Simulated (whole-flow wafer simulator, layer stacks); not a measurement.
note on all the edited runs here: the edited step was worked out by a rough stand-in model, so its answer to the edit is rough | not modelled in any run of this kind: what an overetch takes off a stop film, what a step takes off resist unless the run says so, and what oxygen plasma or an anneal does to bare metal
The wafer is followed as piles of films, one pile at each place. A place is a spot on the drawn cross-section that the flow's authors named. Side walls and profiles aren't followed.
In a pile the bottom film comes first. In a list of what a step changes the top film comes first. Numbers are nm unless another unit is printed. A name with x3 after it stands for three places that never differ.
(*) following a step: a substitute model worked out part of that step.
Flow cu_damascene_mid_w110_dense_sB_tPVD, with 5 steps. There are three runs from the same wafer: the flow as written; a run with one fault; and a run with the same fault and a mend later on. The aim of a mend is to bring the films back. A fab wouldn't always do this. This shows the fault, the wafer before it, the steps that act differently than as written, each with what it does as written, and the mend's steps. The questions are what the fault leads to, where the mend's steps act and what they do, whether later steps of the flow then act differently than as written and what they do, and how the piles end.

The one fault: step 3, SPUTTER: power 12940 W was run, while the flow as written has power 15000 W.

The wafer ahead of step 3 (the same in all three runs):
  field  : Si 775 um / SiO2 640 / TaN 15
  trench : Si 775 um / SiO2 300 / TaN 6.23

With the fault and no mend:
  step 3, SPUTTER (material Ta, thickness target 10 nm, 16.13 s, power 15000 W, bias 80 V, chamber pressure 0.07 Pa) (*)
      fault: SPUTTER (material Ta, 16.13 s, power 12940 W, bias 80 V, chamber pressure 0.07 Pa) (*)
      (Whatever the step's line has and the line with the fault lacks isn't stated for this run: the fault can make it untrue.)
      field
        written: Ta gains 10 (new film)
        fault: Ta gains 8.63 (new film)
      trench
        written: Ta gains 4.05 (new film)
        fault: Ta gains 3.39 (new film)
  Every later step of the flow that is run acts as written, at every place that is followed, to within 2% or 0.5 nm, whichever is larger.
  By the end, the piles at field, trench depart from the flow's by more than 2% or 0.5 nm, whichever is larger.
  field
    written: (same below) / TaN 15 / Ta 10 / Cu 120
    fault: (same below) / TaN 15 / Ta 8.63 / Cu 120
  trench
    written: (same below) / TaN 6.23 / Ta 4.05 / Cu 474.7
    fault: (same below) / TaN 6.23 / Ta 3.39 / Cu 474

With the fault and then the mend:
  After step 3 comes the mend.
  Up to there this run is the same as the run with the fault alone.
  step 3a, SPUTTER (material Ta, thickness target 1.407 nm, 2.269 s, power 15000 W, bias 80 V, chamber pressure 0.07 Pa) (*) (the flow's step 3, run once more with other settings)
      field
        Ta gains 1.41
      trench
        Ta gains 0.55
  Every later step of the flow that is run acts as written, at every place that is followed, to within 2% or 0.5 nm, whichever is larger.
  When the end is reached, the piles differ only a little from the flow's at the places that both follow, at most by 2% or 0.5 nm, whichever is larger.
